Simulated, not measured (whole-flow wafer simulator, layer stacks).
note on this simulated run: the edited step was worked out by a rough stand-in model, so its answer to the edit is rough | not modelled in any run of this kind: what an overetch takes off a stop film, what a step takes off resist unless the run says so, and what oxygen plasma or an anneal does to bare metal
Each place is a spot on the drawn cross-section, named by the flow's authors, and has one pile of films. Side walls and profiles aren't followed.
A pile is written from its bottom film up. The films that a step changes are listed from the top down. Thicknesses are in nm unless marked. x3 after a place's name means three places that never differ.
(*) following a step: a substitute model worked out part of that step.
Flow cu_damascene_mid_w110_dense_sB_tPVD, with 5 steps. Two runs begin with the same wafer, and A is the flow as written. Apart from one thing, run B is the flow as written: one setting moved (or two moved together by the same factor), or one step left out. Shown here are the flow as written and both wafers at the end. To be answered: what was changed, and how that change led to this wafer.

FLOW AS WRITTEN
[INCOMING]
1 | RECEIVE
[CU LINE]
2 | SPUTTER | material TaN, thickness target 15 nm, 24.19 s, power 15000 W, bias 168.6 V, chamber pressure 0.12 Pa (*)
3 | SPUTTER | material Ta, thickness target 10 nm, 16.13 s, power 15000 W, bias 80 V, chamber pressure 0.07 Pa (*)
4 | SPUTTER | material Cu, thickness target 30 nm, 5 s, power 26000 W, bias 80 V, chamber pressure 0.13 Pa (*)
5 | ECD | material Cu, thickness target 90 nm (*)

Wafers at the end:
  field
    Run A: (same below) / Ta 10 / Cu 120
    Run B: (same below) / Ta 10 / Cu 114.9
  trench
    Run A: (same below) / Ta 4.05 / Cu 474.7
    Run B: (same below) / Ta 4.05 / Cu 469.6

The reason: step 4, SPUTTER: thickness target 24.9 nm was run, while the flow as written has thickness target 30 nm; step 4, SPUTTER: 4.155 s was run, where the flow has 5 s.

How this came from the change, step by step:
  4 | SPUTTER | material Cu, thickness target 30 nm, 5 s, power 26000 W, bias 80 V, chamber pressure 0.13 Pa (*)
      field: A +30 Cu (new film) | B +24.9 Cu (new film)
      trench: A +12.5 Cu (new film) | B +10.4 Cu (new film)
